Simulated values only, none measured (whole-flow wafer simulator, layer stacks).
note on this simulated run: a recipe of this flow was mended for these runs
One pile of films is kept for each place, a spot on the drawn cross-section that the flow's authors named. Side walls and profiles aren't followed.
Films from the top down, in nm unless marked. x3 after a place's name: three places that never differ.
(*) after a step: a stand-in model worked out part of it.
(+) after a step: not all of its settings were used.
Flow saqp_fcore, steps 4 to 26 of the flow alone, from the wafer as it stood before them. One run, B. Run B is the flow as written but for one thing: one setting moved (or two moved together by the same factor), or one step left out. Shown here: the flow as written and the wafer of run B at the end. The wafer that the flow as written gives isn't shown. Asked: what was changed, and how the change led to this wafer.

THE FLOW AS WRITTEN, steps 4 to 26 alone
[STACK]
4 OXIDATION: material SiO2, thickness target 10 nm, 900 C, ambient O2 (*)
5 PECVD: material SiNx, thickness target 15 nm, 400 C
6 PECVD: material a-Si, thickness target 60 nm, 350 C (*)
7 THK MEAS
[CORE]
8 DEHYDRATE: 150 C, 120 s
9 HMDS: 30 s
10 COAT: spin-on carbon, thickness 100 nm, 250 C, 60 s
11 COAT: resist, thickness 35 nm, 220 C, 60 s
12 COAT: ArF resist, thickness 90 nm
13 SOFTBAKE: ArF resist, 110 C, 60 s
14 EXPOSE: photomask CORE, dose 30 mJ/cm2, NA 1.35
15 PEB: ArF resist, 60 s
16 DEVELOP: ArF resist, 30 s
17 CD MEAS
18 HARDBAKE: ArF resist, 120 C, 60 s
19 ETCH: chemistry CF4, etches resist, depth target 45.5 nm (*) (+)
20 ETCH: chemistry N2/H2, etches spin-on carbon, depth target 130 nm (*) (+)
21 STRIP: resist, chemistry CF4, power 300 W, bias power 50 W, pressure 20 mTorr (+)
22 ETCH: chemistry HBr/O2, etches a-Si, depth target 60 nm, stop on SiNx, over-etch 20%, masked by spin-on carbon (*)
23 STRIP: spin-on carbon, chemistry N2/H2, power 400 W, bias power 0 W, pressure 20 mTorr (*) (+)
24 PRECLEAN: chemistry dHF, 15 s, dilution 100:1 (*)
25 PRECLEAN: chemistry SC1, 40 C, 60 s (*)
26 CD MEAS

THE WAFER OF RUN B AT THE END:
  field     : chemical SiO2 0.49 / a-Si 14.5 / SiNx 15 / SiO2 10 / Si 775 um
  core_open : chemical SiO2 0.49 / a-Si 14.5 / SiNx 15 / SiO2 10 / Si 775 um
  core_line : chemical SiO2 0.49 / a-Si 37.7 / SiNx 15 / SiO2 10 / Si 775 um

The cause: step 6, PECVD: thickness target 38.4 nm was run, where the flow has thickness target 60 nm; step 20, ETCH: depth target 83.2 nm was run, where the flow has depth target 130 nm.

How the change led to this, step by step:
  6 PECVD: material a-Si, thickness target 60 nm, 350 C (*)
      field, core_open, core_line: a-Si +38.4 (new film) (as written it would be: a-Si +60 (new film))
  20 ETCH: chemistry N2/H2, etches spin-on carbon, depth target 130 nm (*) (+)
      field, core_open: spin-on carbon -83.2 (as written it would be: spin-on carbon -94.8 (all of it), a-Si -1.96)
      core_line: ArF resist -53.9 (all of it), resist -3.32 (as written it would be: ArF resist -53.9 (all of it), resist -6.44)
  21 STRIP: resist, chemistry CF4, power 300 W, bias power 50 W, pressure 20 mTorr (+)
      field: nothing (as written it would be: a-Si -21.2)
      core_open: nothing (as written it would be: a-Si -18.7)
      (and at 1 more place)
  22 ETCH: chemistry HBr/O2, etches a-Si, depth target 60 nm, stop on SiNx, over-etch 20%, masked by spin-on carbon (*)
      field: spin-on carbon -11.6 (all of it), a-Si -23.2 (as written it would be: a-Si -36.8 (all of it), SiNx -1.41)
      core_open: spin-on carbon -11.6 (all of it), a-Si -23.2 (as written it would be: a-Si -39.4 (all of it), SiNx -1.3)
      (and at 1 more place)
  23 STRIP: spin-on carbon, chemistry N2/H2, power 400 W, bias power 0 W, pressure 20 mTorr (*) (+)
      core_line: spin-on carbon -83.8 (all of it) (as written it would be: spin-on carbon -88.8 (all of it))
  24 PRECLEAN: chemistry dHF, 15 s, dilution 100:1 (*)
      field, core_open: nothing (as written it would be: SiNx -1.31)
  25 PRECLEAN: chemistry SC1, 40 C, 60 s (*)
      field, core_open: chemical SiO2 +0.49 (new film), a-Si -0.7 (as written it would be: nothing)
